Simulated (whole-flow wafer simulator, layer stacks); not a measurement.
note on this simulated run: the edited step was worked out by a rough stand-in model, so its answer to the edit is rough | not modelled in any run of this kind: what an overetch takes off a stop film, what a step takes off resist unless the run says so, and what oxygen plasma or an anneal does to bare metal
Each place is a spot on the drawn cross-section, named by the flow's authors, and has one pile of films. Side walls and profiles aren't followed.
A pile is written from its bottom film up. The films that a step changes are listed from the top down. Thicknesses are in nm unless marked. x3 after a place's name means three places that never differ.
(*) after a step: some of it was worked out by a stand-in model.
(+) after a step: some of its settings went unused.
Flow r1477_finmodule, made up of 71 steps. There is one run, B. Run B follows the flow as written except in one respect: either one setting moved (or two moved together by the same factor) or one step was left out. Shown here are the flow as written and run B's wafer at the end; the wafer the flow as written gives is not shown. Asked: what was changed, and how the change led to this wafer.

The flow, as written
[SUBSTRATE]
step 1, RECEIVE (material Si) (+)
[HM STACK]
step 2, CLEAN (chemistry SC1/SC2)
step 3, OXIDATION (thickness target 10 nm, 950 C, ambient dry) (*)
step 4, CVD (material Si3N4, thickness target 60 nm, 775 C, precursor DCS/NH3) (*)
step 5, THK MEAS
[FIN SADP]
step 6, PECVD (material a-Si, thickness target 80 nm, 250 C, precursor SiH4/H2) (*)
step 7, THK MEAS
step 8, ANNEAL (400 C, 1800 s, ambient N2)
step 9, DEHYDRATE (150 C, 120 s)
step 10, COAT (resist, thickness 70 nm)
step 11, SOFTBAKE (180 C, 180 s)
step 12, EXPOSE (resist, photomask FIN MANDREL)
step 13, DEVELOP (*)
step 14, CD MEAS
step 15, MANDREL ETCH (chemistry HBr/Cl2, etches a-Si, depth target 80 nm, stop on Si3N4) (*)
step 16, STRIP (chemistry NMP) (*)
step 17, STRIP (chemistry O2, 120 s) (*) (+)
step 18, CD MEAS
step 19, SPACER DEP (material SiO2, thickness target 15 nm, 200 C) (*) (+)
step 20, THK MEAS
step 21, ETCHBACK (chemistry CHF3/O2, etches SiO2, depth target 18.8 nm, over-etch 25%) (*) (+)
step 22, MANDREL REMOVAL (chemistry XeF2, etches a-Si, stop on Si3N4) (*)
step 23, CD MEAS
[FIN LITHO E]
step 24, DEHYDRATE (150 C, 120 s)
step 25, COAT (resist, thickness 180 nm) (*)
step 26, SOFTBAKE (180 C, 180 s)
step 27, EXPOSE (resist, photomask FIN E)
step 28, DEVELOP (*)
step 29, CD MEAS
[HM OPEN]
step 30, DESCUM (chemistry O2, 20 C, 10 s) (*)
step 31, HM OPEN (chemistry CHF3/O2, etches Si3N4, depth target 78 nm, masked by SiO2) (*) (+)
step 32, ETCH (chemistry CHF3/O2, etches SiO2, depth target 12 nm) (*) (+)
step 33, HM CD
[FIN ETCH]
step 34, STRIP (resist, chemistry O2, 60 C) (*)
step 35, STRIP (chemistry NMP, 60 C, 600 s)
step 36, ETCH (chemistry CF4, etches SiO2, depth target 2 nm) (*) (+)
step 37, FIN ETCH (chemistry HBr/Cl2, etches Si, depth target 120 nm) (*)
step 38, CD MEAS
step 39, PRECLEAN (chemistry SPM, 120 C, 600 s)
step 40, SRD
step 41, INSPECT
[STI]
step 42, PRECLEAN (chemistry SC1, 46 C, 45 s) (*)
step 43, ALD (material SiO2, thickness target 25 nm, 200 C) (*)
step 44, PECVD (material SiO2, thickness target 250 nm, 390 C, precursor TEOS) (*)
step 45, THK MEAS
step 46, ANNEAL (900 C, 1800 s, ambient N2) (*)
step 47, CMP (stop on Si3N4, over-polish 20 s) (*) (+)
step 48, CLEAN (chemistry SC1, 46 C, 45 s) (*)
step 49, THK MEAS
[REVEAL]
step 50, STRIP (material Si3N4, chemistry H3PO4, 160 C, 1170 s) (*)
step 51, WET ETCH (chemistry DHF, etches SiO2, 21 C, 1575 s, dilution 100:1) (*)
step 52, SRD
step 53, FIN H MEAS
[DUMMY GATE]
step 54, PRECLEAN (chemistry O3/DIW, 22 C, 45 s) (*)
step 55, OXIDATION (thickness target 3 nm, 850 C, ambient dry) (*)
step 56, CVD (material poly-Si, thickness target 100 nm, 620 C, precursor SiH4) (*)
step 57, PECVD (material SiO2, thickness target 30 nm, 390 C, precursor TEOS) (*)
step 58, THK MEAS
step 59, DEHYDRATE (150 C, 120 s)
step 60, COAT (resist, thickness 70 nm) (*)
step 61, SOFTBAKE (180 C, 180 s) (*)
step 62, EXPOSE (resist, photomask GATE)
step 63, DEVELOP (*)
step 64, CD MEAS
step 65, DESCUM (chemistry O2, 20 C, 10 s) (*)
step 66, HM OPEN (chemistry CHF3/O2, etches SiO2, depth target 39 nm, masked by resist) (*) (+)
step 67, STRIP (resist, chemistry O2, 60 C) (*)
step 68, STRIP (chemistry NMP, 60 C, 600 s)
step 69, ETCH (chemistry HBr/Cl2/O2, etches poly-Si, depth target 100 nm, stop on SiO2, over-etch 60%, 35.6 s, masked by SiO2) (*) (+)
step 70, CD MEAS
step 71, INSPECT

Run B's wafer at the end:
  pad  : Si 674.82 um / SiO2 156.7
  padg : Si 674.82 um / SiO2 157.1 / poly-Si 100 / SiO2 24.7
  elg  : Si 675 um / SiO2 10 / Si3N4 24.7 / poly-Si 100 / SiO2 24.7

Cause: step 37, FIN ETCH: depth target 174 nm was run, whereas the flow has depth target 120 nm.

How this came from the change, step by step:
  step 37, FIN ETCH (chemistry HBr/Cl2, etches Si, depth target 120 nm) (*)
      pad, padg, esg and 19 more: Si loses 174 (in the flow as written it would be: Si loses 120)
      elg, e40lg, e100lg, e200lg, elo, e40lo, e100lo, e200lo: Si3N4 loses 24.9 (in the flow as written it would be: Si3N4 loses 17.1)
      (as well as at 6 more places)
  step 43, ALD (material SiO2, thickness target 25 nm, 200 C) (*)
      s40cg, s45cg, s50cg, s40co, s45co, s50co: SiO2 gains 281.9 (new film) (in the flow as written it would be: SiO2 gains 232.1 (new film))
      esg: SiO2 gains 240.5 (new film) (in the flow as written it would be: SiO2 gains 194.3 (new film))
  step 47, CMP (stop on Si3N4, over-polish 20 s) (*) (+)
      pad, padg, e40sg and 11 more: SiO2 loses 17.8 (in the flow as written it would be: SiO2 loses 71.8)
      elg, esg, e40lg and 6 more: SiO2 loses 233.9 (in the flow as written it would be: SiO2 loses 241.6)
      (as well as at 1 more place)
  step 51, WET ETCH (chemistry DHF, etches SiO2, 21 C, 1575 s, dilution 100:1) (*)
      elg, e40lg, e100lg, e200lg, elo, e40lo, e100lo, e200lo: SiO2 loses 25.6 (all of it), Si3N4 loses 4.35 (in the flow as written it would be: SiO2 loses 17.8 (all of it), Si3N4 loses 4.97)
  step 56, CVD (material poly-Si, thickness target 100 nm, 620 C, precursor SiH4) (*)
      esg: poly-Si gains 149 (new film) (in the flow as written it would be: poly-Si gains 156 (new film))
  step 60, COAT (resist, thickness 70 nm) (*)
      e40sg, eso, e40so: resist gains 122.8 (new film) (in the flow as written it would be: resist gains 129.5 (new film))
      e100sg, e100so: resist gains 122.7 (new film) (in the flow as written it would be: resist gains 129.4 (new film))
      (as well as at 2 more places)
  step 63, DEVELOP (*)
      eso, e40so: resist loses 122.8 (all of it) (in the flow as written it would be: resist loses 129.5 (all of it))
      e100so: resist loses 122.7 (all of it) (in the flow as written it would be: resist loses 129.4 (all of it))
      (as well as at 1 more place)
  step 67, STRIP (resist, chemistry O2, 60 C) (*)
      e40sg: resist loses 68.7 (all of it) (in the flow as written it would be: resist loses 75.4 (all of it))
      e100sg: resist loses 68.6 (all of it) (in the flow as written it would be: resist loses 75.3 (all of it))
      (as well as at 1 more place)
